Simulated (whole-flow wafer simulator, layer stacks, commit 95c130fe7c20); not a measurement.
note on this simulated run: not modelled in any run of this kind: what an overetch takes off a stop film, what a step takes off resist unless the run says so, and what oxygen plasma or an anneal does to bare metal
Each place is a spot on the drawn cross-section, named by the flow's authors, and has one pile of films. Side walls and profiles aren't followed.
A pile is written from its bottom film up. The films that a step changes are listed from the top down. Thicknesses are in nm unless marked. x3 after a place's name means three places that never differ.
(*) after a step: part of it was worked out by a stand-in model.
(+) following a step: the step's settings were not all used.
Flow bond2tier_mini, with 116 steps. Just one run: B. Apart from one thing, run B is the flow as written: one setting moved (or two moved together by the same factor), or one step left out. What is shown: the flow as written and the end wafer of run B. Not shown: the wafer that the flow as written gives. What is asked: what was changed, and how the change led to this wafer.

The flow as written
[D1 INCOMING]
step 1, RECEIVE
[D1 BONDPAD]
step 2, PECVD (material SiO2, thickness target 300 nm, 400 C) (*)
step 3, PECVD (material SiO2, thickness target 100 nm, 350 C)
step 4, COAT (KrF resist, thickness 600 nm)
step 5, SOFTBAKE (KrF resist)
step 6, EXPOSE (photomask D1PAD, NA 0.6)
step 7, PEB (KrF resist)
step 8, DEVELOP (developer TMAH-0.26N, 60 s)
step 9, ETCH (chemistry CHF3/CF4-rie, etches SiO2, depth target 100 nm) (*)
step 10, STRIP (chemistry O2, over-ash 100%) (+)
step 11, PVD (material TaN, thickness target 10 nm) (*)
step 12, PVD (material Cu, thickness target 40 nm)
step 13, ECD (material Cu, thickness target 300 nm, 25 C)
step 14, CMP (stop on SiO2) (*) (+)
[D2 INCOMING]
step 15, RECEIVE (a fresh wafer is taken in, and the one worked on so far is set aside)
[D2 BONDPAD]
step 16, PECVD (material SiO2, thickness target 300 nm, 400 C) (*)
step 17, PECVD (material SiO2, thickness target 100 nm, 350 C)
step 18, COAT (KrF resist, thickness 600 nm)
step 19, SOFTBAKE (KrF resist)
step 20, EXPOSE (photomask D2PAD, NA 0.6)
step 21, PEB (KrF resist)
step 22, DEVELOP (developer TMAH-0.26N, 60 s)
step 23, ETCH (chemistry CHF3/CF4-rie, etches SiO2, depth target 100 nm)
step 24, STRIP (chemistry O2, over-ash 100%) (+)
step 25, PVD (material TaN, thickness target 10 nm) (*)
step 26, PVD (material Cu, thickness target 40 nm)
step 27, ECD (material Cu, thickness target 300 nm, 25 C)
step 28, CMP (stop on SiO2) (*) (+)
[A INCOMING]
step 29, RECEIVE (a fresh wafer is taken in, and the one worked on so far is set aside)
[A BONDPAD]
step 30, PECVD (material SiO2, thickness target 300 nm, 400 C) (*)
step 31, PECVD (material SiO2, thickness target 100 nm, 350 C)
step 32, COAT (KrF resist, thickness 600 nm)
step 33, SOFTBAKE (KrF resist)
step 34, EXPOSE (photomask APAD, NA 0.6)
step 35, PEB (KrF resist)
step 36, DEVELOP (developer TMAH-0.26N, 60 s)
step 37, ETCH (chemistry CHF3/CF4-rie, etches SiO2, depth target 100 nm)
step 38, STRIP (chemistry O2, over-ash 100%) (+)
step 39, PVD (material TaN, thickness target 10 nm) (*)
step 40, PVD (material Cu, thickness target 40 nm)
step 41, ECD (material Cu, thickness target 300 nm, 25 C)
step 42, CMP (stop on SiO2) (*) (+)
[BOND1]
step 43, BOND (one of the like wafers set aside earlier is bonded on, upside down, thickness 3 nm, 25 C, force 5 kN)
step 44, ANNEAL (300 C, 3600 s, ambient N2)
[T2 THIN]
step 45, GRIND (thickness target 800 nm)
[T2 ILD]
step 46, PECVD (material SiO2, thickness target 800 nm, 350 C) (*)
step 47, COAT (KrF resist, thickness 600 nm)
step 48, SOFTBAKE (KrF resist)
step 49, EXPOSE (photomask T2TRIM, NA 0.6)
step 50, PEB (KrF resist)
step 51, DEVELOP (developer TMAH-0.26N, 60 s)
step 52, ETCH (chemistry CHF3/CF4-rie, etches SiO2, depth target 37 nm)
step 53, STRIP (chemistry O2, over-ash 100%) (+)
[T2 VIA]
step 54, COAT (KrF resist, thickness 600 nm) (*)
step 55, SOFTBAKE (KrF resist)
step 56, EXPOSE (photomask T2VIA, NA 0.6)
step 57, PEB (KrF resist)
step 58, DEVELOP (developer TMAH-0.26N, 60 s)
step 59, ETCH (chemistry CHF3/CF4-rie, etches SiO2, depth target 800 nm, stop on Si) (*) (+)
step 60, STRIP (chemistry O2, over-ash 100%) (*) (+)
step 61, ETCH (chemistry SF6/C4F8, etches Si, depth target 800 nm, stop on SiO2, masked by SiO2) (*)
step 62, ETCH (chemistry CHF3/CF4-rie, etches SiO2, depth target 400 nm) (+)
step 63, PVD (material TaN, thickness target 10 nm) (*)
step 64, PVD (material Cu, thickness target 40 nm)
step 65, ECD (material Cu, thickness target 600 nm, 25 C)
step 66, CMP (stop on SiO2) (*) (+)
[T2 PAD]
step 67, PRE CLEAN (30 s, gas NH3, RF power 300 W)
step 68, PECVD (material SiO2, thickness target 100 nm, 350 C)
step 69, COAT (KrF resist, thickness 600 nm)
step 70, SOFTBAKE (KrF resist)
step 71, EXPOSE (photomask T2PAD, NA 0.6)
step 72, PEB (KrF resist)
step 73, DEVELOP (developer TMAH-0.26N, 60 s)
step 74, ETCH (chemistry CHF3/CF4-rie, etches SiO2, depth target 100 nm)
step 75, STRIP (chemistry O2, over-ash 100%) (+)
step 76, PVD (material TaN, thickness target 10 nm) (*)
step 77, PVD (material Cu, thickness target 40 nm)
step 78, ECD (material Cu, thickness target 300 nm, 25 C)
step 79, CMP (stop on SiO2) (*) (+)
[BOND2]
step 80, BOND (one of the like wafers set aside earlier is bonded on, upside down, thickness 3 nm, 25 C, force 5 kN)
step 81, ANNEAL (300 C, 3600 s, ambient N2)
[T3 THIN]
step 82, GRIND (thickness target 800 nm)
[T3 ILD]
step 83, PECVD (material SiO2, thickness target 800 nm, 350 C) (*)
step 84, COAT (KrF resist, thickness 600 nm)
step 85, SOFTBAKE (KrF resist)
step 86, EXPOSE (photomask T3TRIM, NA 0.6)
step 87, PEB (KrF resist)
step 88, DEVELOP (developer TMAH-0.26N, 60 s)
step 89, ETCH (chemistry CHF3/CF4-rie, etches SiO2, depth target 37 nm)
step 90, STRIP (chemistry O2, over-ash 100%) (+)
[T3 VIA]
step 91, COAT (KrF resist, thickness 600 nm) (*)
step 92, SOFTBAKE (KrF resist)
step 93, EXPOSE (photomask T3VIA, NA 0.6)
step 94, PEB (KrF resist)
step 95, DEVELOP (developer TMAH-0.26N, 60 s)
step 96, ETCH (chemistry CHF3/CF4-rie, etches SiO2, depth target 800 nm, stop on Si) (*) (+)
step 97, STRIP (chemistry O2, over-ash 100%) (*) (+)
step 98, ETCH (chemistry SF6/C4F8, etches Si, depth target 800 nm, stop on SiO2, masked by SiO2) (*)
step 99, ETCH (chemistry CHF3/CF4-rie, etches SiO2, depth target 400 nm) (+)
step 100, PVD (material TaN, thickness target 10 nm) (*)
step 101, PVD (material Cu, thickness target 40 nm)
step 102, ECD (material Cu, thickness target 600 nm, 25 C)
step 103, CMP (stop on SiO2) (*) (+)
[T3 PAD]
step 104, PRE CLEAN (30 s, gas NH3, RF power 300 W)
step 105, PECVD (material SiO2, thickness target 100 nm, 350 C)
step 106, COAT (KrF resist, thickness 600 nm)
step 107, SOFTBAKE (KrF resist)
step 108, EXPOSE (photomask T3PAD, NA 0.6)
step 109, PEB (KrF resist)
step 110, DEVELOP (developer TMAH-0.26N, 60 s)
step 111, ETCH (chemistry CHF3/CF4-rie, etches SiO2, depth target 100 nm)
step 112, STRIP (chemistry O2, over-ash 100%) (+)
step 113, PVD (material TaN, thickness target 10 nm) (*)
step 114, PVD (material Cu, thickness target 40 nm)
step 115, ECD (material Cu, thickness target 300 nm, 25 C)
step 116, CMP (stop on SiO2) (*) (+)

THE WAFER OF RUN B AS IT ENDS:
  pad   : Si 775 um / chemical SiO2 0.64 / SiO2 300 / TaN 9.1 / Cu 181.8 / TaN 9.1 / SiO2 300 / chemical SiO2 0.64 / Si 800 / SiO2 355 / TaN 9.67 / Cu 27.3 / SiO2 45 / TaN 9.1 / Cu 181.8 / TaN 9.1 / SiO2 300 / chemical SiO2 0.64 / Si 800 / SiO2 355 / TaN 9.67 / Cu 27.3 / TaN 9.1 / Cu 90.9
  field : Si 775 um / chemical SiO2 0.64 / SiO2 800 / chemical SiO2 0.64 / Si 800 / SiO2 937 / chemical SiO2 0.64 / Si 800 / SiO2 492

The reason: step 68, PECVD: thickness target 145 nm was run, while the flow as written has thickness target 100 nm.

The path from the change to this, step by step:
  step 68, PECVD (material SiO2, thickness target 100 nm, 350 C)
      field: SiO2 gains 145 (in the flow as written it would be: SiO2 gains 100)
      pad: SiO2 gains 145 (new film) (in the flow as written it would be: SiO2 gains 100 (new film))
  step 74, ETCH (chemistry CHF3/CF4-rie, etches SiO2, depth target 100 nm)
      pad: SiO2 loses 100 (in the flow as written it would be: SiO2 loses 100 (all of it))
Taking metal films that touch as one body, pad has 4 bodies (between them, from the top down: SiO2 355 / Si 800 / chemical SiO2 0.64 / SiO2 300; SiO2 45; SiO2 355 / Si 800 / chemical SiO2 0.64 / SiO2 300); the flow as written gives 3 bodies (between them, from the top down: SiO2 355 / Si 800 / chemical SiO2 0.64 / SiO2 300; SiO2 355 / Si 800 / chemical SiO2 0.64 / SiO2 300).
